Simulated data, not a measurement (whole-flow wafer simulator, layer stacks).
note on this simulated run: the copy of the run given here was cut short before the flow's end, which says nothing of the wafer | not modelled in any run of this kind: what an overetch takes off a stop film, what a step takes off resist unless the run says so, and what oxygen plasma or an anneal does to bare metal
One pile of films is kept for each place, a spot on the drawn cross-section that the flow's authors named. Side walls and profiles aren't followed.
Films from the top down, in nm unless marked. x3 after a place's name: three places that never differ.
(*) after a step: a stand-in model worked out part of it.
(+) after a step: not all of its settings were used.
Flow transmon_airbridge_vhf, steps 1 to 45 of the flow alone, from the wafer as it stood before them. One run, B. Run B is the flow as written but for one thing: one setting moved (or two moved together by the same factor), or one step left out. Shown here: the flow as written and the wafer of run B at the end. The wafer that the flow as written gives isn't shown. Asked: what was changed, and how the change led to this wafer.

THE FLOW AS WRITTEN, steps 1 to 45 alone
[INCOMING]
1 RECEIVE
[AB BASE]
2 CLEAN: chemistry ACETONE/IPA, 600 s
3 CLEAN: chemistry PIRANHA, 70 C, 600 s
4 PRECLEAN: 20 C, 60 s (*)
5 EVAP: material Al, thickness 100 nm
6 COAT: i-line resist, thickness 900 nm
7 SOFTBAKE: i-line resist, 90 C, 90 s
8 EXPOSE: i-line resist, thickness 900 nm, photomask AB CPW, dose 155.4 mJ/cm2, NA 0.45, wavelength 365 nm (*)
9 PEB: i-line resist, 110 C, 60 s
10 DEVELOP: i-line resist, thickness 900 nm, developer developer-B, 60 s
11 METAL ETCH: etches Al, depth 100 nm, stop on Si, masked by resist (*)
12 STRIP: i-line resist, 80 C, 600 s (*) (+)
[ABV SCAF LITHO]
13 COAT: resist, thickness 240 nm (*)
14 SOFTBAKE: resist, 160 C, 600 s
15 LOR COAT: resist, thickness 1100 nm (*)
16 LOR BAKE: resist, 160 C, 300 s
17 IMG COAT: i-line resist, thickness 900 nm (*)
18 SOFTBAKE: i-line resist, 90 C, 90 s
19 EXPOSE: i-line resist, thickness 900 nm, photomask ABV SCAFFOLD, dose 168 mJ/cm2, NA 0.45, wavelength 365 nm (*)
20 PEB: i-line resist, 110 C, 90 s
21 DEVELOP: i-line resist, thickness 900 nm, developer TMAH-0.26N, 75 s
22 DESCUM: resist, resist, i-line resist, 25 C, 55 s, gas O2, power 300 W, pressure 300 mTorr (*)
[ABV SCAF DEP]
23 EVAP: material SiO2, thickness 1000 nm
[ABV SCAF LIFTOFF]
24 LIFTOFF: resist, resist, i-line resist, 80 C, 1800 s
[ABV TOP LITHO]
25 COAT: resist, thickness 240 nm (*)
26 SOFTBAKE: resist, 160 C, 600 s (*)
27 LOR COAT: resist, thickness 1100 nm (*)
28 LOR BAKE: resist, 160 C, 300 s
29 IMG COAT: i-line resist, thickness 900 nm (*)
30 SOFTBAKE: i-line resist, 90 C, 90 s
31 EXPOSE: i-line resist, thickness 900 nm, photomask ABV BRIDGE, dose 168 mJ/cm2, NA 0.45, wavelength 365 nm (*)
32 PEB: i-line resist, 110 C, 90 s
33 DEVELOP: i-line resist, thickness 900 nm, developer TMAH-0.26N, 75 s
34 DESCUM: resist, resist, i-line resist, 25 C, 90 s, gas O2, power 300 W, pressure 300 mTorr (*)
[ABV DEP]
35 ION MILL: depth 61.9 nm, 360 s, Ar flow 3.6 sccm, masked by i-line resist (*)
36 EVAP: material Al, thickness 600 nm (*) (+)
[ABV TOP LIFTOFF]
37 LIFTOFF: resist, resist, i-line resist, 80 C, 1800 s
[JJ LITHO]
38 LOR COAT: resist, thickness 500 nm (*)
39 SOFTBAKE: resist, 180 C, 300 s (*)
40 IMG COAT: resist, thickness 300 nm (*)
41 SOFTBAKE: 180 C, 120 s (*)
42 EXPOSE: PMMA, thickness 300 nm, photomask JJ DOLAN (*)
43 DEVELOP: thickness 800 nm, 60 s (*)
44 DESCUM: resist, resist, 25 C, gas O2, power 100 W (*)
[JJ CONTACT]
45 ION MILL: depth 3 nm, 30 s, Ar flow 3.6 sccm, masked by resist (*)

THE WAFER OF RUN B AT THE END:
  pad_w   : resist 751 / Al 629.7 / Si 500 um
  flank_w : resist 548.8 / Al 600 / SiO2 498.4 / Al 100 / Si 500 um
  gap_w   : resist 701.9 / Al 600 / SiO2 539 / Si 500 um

The cause: step 23, EVAP: thickness 575 nm was run, where the flow has thickness 1000 nm.

How the change led to this, step by step:
  23 EVAP: material SiO2, thickness 1000 nm
      field x3, jj_line, ground_far and 10 more: SiO2 +575 (new film) (as written it would be: SiO2 +1000 (new film))
      flank_w, flank_e: SiO2 +534.4 (new film) (as written it would be: SiO2 +929.3 (new film))
  24 LIFTOFF: resist, resist, i-line resist, 80 C, 1800 s
      field x3, jj_line, trace_open_s x2: SiO2 -575 (all of it), i-line resist -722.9 (all of it), resist -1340 (all of it) (as written it would be: SiO2 -1000 (all of it), i-line resist -722.9 (all of it), resist -1340 (all of it))
      pad_w, pad_e: SiO2 -575 (all of it), i-line resist -718 (all of it), resist -1330.2 (all of it) (as written it would be: SiO2 -1000 (all of it), i-line resist -718 (all of it), resist -1330.2 (all of it))
      (and at 1 more place)
  25 COAT: resist, thickness 240 nm (*)
      flank_w, flank_e: resist +168 (new film) (as written it would be: resist +152.6 (new film))
      gap_w, gap_e: resist +228.7 (new film) (as written it would be: resist +210.7 (new film))
      (and at 6 more places)
  27 LOR COAT: resist, thickness 1100 nm (*)
      gap_w, gap_e: resist +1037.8 (as written it would be: resist +977.8)
      margin_s, margin_n: resist +930.6 (as written it would be: resist +823.4)
      (and at 6 more places)
  29 IMG COAT: i-line resist, thickness 900 nm (*)
      gap_w, gap_e: i-line resist +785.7 (new film) (as written it would be: i-line resist +681.7 (new film))
      margin_s, margin_n: i-line resist +736.6 (new film) (as written it would be: i-line resist +603.2 (new film))
      (and at 7 more places)
  32 PEB: i-line resist, 110 C, 90 s
      pad_w, pad_e: i-line resist -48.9 (as written it would be: i-line resist -51)
      flank_w, flank_e: i-line resist -42.5 (as written it would be: i-line resist -38.3)
      (and at 7 more places)
  33 DEVELOP: i-line resist, thickness 900 nm, developer TMAH-0.26N, 75 s
      gap_w, gap_e: i-line resist -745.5 (all of it), resist -1037.8 (as written it would be: i-line resist -646.9 (all of it), resist -977.8)
      pad_w: i-line resist -900.4 (all of it), resist -1181 (as written it would be: i-line resist -937.2 (all of it), resist -1247.8)
      (and at 5 more places)
  34 DESCUM: resist, resist, i-line resist, 25 C, 90 s, gas O2, power 300 W, pressure 300 mTorr (*)
      flank_w, flank_e: resist -168 (all of it) (as written it would be: resist -152.6 (all of it))
      gap_w, gap_e: resist -228.7 (all of it) (as written it would be: resist -210.7 (all of it))
      (and at 4 more places)
  37 LIFTOFF: resist, resist, i-line resist, 80 C, 1800 s
      margin_s, margin_n: Al -600 (all of it), i-line resist -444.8 (all of it), resist -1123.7 (all of it) (as written it would be: Al -600 (all of it), i-line resist -318.3 (all of it), resist -992 (all of it))
      ground_far: Al -600 (all of it), i-line resist -664.8 (all of it), resist -1369.1 (all of it) (as written it would be: Al -600 (all of it), i-line resist -717.9 (all of it), resist -1384.9 (all of it))
  38 LOR COAT: resist, thickness 500 nm (*)
      pad_w, pad_e: resist +493.8 (new film) (as written it would be: resist +517 (new film))
      flank_w, flank_e: resist +358.5 (new film) (as written it would be: resist +306.5 (new film))
      (and at 6 more places)
  40 IMG COAT: resist, thickness 300 nm (*)
      pad_w, pad_e: resist +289 (as written it would be: resist +300.1)
      flank_w, flank_e: resist +222.1 (as written it would be: resist +212.1)
      (and at 6 more places)
